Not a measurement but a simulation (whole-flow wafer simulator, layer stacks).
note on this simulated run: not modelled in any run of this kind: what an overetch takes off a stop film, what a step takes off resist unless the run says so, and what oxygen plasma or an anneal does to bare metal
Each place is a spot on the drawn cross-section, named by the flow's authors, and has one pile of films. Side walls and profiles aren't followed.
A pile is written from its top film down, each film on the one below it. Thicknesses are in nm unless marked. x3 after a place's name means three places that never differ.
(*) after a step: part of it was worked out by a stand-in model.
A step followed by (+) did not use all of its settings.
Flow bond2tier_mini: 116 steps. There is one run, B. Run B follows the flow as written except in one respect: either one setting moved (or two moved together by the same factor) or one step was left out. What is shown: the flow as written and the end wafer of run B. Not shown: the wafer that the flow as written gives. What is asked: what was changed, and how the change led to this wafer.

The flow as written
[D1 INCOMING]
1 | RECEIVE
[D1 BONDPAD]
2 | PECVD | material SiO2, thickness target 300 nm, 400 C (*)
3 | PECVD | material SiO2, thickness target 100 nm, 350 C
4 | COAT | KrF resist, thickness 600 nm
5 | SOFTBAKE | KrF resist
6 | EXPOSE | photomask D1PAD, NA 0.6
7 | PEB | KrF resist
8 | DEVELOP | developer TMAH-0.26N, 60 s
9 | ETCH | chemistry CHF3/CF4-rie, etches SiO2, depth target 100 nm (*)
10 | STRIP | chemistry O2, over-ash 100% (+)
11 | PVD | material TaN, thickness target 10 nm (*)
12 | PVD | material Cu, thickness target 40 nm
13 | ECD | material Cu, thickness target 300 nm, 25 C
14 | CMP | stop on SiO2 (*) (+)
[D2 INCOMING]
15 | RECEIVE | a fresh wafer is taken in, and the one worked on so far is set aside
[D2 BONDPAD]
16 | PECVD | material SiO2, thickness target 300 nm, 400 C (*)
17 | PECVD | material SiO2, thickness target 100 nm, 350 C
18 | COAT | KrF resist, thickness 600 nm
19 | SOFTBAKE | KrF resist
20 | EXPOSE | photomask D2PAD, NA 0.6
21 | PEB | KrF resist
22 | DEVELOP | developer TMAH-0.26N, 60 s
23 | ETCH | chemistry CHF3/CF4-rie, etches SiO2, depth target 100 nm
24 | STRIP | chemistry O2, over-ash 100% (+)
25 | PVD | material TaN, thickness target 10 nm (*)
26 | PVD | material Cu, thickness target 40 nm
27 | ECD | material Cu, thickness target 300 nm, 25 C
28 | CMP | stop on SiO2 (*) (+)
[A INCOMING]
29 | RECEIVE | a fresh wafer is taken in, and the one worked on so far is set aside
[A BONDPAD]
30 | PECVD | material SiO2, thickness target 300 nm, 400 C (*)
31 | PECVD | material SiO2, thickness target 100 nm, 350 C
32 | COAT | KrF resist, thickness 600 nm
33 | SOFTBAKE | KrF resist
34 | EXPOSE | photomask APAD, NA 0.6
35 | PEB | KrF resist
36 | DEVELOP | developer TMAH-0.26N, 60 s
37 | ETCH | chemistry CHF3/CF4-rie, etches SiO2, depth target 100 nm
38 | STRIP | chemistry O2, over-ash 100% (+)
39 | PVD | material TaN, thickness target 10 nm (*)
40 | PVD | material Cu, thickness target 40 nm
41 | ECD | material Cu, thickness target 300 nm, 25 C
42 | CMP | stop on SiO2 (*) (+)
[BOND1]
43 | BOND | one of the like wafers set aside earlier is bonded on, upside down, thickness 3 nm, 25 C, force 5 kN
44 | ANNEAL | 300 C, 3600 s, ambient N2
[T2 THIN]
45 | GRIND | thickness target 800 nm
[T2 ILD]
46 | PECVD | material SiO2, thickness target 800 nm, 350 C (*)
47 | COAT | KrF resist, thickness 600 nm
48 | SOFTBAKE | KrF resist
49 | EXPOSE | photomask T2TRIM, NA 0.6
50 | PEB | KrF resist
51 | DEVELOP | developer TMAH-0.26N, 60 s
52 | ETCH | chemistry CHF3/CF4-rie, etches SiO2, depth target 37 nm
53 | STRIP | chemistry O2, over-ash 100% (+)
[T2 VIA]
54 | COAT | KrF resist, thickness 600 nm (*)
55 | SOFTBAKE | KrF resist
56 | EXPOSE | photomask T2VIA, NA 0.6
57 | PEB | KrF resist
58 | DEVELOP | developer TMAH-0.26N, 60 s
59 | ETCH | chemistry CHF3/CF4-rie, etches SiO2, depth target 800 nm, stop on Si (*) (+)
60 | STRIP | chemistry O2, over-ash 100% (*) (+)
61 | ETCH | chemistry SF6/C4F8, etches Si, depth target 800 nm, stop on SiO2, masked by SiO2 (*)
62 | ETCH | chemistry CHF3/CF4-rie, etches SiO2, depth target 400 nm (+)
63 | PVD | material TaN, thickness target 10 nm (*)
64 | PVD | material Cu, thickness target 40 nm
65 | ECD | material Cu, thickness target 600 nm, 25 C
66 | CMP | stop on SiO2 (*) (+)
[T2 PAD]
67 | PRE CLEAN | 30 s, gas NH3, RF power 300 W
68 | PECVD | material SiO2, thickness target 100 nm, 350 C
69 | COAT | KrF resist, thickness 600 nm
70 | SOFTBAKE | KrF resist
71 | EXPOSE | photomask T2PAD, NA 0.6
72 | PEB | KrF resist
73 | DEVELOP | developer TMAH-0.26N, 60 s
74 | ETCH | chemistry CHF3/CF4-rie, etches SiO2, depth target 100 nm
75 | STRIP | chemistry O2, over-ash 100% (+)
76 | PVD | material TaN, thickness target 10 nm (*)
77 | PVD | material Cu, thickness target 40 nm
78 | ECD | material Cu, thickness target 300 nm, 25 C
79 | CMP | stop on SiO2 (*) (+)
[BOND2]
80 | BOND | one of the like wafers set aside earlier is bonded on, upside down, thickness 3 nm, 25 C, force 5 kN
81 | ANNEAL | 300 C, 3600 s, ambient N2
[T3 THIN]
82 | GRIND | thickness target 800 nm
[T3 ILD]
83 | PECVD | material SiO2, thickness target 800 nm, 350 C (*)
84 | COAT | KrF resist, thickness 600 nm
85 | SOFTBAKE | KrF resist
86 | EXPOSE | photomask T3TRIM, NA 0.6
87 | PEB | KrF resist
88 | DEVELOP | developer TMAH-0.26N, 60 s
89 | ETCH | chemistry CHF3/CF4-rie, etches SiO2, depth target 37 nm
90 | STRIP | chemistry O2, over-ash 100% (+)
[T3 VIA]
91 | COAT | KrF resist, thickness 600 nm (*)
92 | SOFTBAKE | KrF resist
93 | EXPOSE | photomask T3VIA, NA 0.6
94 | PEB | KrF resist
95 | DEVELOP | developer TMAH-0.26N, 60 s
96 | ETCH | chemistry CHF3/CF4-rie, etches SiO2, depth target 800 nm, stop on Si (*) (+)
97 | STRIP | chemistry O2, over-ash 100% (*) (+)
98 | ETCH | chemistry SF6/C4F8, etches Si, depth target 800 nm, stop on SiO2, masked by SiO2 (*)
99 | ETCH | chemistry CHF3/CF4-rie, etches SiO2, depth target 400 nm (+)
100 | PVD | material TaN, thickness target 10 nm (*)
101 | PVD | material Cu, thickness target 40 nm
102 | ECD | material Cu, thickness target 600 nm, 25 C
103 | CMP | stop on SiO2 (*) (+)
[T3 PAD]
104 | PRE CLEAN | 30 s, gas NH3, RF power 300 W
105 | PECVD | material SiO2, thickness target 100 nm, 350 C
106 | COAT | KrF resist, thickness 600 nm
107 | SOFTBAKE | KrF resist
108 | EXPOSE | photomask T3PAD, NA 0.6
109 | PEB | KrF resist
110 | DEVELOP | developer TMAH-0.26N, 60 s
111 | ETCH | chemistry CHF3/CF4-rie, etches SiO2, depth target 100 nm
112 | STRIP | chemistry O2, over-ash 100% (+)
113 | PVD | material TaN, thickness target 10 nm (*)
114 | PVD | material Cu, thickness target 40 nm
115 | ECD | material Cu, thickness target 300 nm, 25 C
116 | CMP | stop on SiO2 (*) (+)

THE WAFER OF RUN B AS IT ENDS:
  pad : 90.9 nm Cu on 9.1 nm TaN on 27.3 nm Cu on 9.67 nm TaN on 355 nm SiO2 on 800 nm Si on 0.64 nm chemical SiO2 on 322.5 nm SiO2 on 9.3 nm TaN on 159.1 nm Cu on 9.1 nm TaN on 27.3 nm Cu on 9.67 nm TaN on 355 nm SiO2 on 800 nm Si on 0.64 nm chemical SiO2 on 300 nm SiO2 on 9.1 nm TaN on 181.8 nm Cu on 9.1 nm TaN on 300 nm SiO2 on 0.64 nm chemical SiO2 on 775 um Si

Cause: step 23, ETCH: depth target 77.5 nm was run, though the flow has depth target 100 nm.

The path from the change to this, step by step:
  23 | ETCH | chemistry CHF3/CF4-rie, etches SiO2, depth target 100 nm
      pad, via: -77.5 SiO2 (it would be, as written: -100 SiO2)
      field: -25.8 KrF resist (it would be, as written: -33.3 KrF resist)
  26 | PVD | material Cu, thickness target 40 nm
      pad: +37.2 Cu (new film) (it would be, as written: +36.4 Cu (new film))
  27 | ECD | material Cu, thickness target 300 nm, 25 C
      pad: +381 Cu (it would be, as written: +404.5 Cu)
      via: +377.6 Cu (it would be, as written: +400.2 Cu)
  80 | BOND | one of the like wafers set aside earlier is bonded on, upside down, thickness 3 nm, 25 C, force 5 kN
      pad: +775 um Si (new film), +0.64 chemical SiO2 (new film), +322.5 SiO2 (new film), +9.3 TaN (new film), +68.2 Cu (it would be, as written: +775 um Si (new film), +0.64 chemical SiO2 (new film), +300 SiO2 (new film), +9.1 TaN (new film), +90.9 Cu)
